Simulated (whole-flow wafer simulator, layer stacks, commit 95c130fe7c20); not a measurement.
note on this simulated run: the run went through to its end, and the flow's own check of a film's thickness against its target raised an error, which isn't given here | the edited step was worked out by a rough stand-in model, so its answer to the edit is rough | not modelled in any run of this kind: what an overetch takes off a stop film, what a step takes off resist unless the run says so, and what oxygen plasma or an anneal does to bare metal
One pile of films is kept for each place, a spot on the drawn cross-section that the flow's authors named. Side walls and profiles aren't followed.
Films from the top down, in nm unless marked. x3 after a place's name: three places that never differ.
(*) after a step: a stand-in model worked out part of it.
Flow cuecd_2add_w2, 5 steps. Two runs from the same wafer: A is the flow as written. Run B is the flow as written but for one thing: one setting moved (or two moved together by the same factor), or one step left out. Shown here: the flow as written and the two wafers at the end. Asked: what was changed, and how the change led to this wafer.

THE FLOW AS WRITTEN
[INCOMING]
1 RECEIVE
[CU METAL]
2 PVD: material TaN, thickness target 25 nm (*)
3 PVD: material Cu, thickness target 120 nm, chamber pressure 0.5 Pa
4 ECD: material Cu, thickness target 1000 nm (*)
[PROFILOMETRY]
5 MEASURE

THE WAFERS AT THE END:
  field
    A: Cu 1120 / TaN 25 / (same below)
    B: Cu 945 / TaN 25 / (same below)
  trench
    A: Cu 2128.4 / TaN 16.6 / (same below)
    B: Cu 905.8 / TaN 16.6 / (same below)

The cause: step 4, ECD: thickness target 825 nm was run, where the flow has thickness target 1000 nm.

How the change led to this, step by step:
  4 ECD: material Cu, thickness target 1000 nm (*)
      field: A Cu +1000 | B Cu +825
      trench: A Cu +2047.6 | B Cu +825
